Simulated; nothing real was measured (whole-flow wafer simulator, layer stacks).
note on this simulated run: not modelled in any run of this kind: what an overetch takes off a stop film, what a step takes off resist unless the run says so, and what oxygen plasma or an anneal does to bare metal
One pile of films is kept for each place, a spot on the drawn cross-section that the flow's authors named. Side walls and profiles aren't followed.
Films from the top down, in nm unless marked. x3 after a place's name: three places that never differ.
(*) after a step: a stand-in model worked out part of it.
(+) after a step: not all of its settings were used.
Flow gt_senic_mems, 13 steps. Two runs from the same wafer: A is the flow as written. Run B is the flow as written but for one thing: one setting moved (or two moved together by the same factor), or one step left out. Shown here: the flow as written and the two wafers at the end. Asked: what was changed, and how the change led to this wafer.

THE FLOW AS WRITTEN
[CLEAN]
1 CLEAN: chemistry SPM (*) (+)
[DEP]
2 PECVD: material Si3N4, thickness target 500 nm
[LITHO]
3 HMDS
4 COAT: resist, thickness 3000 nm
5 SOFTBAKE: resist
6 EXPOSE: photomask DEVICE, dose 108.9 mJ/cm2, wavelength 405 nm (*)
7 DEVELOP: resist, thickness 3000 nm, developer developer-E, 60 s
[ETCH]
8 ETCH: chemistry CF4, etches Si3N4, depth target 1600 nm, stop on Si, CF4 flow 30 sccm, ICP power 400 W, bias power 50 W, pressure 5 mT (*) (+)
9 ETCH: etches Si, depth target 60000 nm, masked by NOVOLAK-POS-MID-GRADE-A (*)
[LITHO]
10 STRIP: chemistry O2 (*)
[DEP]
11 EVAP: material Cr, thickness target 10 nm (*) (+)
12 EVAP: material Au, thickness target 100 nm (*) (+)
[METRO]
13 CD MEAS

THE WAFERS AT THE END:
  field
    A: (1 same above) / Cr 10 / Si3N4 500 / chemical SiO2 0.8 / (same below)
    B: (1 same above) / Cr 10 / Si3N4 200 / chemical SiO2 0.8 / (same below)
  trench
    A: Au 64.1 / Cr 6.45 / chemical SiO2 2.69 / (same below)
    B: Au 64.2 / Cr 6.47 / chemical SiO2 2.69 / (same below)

The cause: step 2, PECVD: thickness target 200 nm was run, where the flow has thickness target 500 nm.
It can be read off the wafer: field has Si3N4 200, and step 2 as written asks for 500 nm.

How the change led to this, step by step:
  2 PECVD: material Si3N4, thickness target 500 nm
      field, trench: A Si3N4 +500 (new film) | B Si3N4 +200 (new film)
  8 ETCH: chemistry CF4, etches Si3N4, depth target 1600 nm, stop on Si, CF4 flow 30 sccm, ICP power 400 W, bias power 50 W, pressure 5 mT (*) (+)
      field: A resist -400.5 | B resist -200.5
      trench: A Si3N4 -500 (all of it), chemical SiO2 -0.8 (all of it) | B Si3N4 -200 (all of it), chemical SiO2 -0.8 (all of it)
  10 STRIP: chemistry O2 (*)
      field: A resist -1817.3 (all of it) | B resist -2017.3 (all of it)
